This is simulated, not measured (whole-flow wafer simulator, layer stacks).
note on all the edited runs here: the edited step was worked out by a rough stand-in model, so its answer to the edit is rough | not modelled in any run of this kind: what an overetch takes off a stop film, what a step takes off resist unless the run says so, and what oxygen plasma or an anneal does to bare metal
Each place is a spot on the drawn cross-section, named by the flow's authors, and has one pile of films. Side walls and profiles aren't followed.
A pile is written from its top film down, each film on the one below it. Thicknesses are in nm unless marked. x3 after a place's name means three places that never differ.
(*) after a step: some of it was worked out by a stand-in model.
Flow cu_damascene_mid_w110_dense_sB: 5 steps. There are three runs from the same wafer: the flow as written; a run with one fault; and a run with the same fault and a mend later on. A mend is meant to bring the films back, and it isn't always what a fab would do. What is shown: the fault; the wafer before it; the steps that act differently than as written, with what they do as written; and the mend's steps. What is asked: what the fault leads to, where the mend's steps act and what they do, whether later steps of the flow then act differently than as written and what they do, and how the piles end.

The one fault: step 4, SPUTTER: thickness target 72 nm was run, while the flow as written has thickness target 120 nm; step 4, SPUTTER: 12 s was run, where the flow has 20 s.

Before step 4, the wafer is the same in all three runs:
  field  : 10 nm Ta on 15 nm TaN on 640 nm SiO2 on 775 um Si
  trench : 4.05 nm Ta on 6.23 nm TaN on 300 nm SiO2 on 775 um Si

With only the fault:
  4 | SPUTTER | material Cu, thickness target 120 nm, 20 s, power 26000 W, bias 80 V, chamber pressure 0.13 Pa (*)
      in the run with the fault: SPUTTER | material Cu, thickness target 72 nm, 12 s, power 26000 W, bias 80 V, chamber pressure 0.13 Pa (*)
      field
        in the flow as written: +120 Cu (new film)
        in the run with the fault: +72 Cu (new film)
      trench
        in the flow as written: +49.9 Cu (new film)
        in the run with the fault: +30 Cu (new film)
  Later steps of the flow acting differently than as written:
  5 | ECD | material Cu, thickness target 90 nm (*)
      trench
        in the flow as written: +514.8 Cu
        in the run with the fault: +486.8 Cu
  At field, trench, the piles at the end differ from the flow's by more than 2% or 0.5 nm, whichever is larger.
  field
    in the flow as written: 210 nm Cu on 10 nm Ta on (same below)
    in the run with the fault: 162 nm Cu on 10 nm Ta on (same below)
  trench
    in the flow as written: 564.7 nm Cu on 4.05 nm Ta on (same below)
    in the run with the fault: 516.7 nm Cu on 4.05 nm Ta on (same below)

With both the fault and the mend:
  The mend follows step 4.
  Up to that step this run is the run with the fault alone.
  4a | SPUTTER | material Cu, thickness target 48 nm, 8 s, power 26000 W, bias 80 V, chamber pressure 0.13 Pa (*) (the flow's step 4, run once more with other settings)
      field
        +48 Cu
      trench
        +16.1 Cu
  Every later step of the flow that is run acts as written, at every place that is followed, to within 2% or 0.5 nm, whichever is larger.
  By the end, the piles equal the flow's at every place that both follow.
